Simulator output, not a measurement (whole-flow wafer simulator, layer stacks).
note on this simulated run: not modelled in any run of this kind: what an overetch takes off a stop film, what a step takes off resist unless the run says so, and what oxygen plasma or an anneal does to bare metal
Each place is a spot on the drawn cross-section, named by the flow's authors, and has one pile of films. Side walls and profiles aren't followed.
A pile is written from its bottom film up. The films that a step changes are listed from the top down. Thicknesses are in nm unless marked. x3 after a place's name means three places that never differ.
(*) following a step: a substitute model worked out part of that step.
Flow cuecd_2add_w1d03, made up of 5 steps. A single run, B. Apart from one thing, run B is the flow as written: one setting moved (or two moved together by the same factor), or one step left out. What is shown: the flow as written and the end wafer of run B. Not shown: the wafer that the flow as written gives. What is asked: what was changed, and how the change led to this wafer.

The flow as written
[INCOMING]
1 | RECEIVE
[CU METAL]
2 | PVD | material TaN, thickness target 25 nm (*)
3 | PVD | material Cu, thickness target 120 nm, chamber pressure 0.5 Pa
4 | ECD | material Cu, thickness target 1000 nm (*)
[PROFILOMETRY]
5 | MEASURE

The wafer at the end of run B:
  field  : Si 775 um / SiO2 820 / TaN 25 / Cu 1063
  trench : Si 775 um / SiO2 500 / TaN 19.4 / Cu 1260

What caused this: step 3, PVD: thickness target 63 nm was run, while the flow as written has thickness target 120 nm.

The path from the change to this, step by step:
  3 | PVD | material Cu, thickness target 120 nm, chamber pressure 0.5 Pa
      field: +63 Cu (new film) (it would be, as written: +120 Cu (new film))
      trench: +49.1 Cu (new film) (it would be, as written: +93.4 Cu (new film))
